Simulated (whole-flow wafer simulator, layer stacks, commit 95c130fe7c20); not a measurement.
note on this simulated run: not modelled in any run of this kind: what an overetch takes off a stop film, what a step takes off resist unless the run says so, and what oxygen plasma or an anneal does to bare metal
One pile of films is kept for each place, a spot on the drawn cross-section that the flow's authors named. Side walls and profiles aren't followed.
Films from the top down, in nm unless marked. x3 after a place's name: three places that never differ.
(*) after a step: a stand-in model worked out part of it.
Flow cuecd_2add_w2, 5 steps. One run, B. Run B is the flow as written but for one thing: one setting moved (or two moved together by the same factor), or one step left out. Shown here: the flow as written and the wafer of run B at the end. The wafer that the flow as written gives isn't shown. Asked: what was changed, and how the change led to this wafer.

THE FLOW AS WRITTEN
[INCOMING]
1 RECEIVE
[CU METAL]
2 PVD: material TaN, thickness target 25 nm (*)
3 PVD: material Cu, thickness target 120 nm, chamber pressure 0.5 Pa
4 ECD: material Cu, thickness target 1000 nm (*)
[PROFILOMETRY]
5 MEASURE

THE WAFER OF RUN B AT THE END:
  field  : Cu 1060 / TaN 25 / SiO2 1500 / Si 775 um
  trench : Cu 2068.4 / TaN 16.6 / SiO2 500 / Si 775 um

The cause: step 3, PVD: thickness target 60 nm was run, where the flow has thickness target 120 nm.

How the change led to this, step by step:
  3 PVD: material Cu, thickness target 120 nm, chamber pressure 0.5 Pa
      field: Cu +60 (new film) (as written it would be: Cu +120 (new film))
      trench: Cu +40.6 (new film) (as written it would be: Cu +80.8 (new film))
